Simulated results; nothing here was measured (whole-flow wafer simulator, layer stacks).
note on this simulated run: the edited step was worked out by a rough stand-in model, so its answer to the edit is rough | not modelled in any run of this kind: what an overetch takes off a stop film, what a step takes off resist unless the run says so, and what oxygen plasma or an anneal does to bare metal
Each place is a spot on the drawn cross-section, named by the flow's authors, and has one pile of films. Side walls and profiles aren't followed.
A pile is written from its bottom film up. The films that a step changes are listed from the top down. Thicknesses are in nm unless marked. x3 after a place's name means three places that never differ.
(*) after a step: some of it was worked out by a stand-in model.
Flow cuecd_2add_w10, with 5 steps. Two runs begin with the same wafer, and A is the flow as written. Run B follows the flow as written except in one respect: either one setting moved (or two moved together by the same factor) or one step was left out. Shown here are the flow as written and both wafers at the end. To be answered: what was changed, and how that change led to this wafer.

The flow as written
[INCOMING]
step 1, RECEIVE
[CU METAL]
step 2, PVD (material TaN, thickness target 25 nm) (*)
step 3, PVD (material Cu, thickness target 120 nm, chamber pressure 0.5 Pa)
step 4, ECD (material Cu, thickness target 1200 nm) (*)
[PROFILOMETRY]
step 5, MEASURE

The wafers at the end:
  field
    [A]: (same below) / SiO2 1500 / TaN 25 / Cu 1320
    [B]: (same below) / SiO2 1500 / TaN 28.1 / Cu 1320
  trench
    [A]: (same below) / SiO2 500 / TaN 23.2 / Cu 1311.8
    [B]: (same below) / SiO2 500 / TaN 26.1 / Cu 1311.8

What caused this: step 2, PVD: thickness target 28.1 nm was run, though the flow has thickness target 25 nm.
The wafer lets one read it off: field has TaN 28.1, and step 2 as written asks for 25 nm.

The path from the change to this, step by step:
  step 2, PVD (material TaN, thickness target 25 nm) (*)
      field: A +25 TaN (new film) | B +28.1 TaN (new film)
      trench: A +23.2 TaN (new film) | B +26.1 TaN (new film)
